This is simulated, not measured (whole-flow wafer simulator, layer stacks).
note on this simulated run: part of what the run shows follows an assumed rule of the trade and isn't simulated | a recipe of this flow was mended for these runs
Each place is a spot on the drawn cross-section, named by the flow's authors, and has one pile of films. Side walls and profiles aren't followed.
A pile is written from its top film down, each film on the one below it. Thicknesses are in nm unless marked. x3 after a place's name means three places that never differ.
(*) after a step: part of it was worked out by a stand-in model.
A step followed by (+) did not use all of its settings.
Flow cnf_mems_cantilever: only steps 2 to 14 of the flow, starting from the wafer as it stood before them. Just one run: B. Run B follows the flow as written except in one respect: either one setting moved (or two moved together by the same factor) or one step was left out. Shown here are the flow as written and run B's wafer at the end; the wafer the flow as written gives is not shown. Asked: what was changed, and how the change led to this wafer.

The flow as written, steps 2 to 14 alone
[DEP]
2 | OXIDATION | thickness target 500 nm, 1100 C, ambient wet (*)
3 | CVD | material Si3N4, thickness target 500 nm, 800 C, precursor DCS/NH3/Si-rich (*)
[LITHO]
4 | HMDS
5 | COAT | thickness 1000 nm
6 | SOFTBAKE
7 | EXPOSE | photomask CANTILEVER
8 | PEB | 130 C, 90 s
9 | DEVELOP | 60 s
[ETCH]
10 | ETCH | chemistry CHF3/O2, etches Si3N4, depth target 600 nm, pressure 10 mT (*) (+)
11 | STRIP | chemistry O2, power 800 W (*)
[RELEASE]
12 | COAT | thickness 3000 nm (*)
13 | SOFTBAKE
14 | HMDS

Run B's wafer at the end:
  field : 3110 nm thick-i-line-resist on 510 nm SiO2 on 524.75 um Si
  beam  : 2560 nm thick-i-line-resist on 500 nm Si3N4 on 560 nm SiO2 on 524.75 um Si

The reason: step 2, OXIDATION: thickness target 560 nm was run, while the flow as written has thickness target 500 nm.
The wafer lets one read it off: beam has SiO2 560, and step 2 as written asks for 500 nm.

The path from the change to this, step by step:
  2 | OXIDATION | thickness target 500 nm, 1100 C, ambient wet (*)
      field, beam: +560 SiO2 (new film), -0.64 chemical SiO2 (all of it), -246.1 Si (it would be, as written: +500 SiO2 (new film), -0.64 chemical SiO2 (all of it), -219.7 Si)
